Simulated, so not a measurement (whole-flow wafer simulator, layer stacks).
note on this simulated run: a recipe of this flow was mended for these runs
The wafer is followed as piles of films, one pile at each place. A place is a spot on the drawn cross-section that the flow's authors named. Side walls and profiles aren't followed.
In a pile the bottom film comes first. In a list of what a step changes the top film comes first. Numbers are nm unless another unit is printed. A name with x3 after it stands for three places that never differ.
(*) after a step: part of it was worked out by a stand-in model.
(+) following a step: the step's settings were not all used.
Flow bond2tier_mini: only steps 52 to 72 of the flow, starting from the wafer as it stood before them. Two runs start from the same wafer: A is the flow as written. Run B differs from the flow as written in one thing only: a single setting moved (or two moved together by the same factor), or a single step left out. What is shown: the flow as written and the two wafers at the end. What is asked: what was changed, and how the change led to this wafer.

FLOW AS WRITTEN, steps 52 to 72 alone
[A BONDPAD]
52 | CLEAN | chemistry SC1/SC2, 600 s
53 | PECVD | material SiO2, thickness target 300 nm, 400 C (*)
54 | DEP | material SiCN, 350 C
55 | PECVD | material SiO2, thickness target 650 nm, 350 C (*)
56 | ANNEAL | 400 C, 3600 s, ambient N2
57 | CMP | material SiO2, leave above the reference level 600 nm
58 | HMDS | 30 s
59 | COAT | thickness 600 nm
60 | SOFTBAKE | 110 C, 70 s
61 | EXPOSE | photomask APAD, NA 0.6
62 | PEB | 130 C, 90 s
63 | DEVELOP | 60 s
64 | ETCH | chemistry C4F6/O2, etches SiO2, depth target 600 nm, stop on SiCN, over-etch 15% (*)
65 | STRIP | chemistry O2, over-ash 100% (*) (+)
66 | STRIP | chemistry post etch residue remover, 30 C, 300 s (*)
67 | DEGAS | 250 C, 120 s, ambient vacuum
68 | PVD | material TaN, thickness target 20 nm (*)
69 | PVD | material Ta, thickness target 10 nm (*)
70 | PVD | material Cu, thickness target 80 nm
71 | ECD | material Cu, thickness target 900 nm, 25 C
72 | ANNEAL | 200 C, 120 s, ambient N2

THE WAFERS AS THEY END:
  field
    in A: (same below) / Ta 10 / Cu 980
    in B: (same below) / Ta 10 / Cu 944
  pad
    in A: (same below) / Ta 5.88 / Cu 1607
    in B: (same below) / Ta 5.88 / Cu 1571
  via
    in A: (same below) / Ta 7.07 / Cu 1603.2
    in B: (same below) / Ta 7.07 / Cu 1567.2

What caused this: step 70, PVD: thickness target 44 nm was run, though the flow has thickness target 80 nm.

Step by step, how the change led to this:
  70 | PVD | material Cu, thickness target 80 nm
      field: A Cu gains 80 (new film) | B Cu gains 44 (new film)
      pad: A Cu gains 48.4 (new film) | B Cu gains 26.7 (new film)
      (also at 1 further place)
